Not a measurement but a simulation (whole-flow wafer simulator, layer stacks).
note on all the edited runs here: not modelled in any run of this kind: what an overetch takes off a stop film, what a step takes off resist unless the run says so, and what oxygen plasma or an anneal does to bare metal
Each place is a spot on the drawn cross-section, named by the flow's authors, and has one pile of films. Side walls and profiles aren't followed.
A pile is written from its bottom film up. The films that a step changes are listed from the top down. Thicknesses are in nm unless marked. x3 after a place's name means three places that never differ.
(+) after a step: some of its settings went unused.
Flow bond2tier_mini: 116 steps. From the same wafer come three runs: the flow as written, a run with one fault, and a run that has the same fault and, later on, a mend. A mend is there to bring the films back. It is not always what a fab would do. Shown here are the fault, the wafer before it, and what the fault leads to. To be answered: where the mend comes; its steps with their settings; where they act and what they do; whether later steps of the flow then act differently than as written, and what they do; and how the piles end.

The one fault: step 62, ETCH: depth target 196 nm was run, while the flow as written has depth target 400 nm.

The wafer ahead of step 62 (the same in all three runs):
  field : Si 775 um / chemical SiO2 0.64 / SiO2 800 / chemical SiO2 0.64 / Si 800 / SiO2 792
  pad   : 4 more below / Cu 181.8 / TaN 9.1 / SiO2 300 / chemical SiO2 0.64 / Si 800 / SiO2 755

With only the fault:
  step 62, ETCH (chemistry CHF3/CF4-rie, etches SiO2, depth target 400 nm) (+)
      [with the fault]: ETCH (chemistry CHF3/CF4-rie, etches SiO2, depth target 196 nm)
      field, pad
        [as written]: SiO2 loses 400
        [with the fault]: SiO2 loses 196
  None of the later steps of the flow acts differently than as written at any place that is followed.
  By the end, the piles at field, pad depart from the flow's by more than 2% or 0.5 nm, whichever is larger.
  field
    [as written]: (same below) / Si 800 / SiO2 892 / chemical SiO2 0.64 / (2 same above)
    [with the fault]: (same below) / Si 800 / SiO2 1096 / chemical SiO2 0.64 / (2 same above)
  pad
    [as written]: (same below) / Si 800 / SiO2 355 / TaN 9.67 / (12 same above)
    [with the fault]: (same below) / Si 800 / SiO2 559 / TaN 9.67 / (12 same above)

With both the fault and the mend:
  The mend stands after step 62.
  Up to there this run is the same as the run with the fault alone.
  step 62a, ETCH (chemistry CHF3/CF4-rie, etches SiO2, depth target 204 nm) (+) (the flow's step 62 again, with other settings)
      field, pad
        SiO2 loses 204
  None of the later steps of the flow acts differently than as written at any place that is followed.
  The piles end the same as the flow's at every place that both follow.
